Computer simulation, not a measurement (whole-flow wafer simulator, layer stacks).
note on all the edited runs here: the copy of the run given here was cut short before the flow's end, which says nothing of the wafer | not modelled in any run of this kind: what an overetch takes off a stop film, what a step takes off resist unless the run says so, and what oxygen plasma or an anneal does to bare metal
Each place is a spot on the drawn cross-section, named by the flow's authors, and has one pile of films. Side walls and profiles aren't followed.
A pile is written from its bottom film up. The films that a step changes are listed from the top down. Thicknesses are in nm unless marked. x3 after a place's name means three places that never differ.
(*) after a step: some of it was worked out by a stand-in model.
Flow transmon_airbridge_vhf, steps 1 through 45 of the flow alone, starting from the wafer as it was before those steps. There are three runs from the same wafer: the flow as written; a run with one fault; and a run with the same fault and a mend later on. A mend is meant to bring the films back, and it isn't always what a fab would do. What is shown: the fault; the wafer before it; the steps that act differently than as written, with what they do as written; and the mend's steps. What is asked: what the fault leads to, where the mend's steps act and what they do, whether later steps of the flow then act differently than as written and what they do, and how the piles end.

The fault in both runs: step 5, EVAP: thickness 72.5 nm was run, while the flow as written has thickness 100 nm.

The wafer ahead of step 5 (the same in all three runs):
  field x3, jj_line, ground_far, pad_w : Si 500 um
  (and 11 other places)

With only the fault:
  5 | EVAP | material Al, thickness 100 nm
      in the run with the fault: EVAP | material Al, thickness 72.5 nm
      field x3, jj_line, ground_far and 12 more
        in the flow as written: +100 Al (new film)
        in the run with the fault: +72.5 Al (new film)
  Steps later in the flow that act otherwise than as written (not shown: 19 more steps that differ only slightly, by at most 2% or 0.5 nm, whichever is larger):
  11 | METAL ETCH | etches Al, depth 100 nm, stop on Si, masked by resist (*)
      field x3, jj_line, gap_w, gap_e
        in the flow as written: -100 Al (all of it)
        in the run with the fault: -72.5 Al (all of it)
  The piles end different from the flow's at ground_far, pad_w, flank_w and 8 more by more than 2% or 0.5 nm, whichever is larger.
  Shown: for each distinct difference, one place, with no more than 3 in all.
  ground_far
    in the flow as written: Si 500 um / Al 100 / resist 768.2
    in the run with the fault: Si 500 um / Al 72.5 / resist 768.2
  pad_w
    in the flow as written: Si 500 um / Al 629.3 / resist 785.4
    in the run with the fault: Si 500 um / Al 601.8 / resist 786.6
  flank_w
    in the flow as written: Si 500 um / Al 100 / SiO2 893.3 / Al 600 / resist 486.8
    in the run with the fault: Si 500 um / Al 72.5 / SiO2 893.2 / Al 600 / resist 491.8

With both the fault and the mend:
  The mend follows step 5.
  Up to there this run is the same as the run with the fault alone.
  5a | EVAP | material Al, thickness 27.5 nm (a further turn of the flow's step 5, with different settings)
      field x3, jj_line, ground_far and 12 more
        +27.5 Al
  Later steps of the flow that are run all act as written at every place that is followed.
  By the end, the piles equal the flow's at every place that both follow.
